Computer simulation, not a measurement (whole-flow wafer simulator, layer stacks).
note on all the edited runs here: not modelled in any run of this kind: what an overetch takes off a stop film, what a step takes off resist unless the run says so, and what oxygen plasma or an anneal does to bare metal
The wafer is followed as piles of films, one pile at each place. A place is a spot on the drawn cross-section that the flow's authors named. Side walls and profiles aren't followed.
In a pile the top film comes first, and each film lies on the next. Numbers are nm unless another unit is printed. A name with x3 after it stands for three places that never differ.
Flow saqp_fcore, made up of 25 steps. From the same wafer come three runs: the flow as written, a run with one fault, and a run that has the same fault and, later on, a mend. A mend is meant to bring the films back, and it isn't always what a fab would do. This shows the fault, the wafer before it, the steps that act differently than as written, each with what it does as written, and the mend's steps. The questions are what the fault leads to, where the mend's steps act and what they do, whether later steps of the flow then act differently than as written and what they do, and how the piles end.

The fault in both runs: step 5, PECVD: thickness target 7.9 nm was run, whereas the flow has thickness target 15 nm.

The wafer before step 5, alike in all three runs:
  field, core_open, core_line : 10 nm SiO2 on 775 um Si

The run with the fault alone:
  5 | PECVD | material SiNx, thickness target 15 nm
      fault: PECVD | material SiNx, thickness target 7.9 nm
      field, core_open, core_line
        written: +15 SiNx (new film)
        fault: +7.9 SiNx (new film)
  Later steps of the flow that are run all act as written at every place that is followed.
  At field, core_open, core_line, the piles at the end differ from the flow's by more than 2% or 0.5 nm, whichever is larger.
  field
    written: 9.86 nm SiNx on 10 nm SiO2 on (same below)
    fault: 2.76 nm SiNx on 10 nm SiO2 on (same below)
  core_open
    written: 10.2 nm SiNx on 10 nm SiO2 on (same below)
    fault: 3.08 nm SiNx on 10 nm SiO2 on (same below)
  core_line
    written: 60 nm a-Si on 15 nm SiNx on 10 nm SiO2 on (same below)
    fault: 60 nm a-Si on 7.9 nm SiNx on 10 nm SiO2 on (same below)

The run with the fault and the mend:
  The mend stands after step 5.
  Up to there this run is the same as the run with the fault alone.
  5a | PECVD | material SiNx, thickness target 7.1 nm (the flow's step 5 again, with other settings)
      field, core_open, core_line
        +7.1 SiNx
  Later steps of the flow that are run all act as written at every place that is followed.
  By the end, the piles equal the flow's at every place that both follow.
